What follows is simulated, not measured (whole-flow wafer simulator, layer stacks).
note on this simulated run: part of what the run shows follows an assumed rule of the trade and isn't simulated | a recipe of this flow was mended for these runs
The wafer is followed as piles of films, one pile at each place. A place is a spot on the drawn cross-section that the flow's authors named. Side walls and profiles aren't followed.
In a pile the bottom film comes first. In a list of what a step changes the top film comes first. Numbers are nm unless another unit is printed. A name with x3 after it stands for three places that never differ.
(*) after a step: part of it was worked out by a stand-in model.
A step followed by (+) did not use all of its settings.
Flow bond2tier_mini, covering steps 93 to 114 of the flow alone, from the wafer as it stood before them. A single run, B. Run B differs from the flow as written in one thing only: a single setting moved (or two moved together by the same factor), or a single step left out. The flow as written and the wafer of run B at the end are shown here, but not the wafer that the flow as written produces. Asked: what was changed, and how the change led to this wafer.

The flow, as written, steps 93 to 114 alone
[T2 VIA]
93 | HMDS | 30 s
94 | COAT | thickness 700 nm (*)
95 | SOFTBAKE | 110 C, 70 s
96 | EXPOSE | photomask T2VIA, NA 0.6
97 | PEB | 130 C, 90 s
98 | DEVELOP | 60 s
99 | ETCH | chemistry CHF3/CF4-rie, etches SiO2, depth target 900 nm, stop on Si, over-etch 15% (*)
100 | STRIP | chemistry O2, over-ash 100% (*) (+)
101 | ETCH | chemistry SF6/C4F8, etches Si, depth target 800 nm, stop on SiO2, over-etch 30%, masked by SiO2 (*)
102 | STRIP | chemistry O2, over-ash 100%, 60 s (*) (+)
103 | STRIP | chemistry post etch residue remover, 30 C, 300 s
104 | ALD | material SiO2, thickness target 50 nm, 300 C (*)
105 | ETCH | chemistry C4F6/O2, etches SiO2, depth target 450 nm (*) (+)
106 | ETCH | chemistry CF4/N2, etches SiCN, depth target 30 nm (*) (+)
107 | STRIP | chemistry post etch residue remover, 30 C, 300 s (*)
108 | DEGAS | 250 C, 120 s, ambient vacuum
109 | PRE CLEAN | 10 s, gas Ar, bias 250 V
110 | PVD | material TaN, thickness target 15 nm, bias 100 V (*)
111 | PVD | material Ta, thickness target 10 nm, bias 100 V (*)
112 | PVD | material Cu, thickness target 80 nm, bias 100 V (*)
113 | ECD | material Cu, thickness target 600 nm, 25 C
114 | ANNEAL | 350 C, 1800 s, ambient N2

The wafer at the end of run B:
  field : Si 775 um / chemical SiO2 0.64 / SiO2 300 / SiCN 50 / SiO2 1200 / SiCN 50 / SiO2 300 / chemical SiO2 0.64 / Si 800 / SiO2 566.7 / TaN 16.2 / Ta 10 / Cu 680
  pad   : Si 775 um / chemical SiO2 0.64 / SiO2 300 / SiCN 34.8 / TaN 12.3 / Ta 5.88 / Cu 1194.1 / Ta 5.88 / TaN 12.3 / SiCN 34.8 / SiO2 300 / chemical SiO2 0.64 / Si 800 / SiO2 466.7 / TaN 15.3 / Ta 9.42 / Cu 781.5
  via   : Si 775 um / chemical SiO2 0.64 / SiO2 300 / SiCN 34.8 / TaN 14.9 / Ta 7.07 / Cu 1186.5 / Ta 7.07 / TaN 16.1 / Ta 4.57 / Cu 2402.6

Cause: step 110, PVD: thickness target 16.2 nm was run, whereas the flow has thickness target 15 nm.
The wafer itself shows it: field has TaN 16.2, and step 110 as written asks for 15 nm.

Step by step, how the change led to this:
  110 | PVD | material TaN, thickness target 15 nm, bias 100 V (*)
      field: TaN gains 16.2 (new film) (it would be, as written: TaN gains 15 (new film))
      pad: TaN gains 15.3 (new film) (it would be, as written: TaN gains 14.2 (new film))
      (and at 1 other place as well)
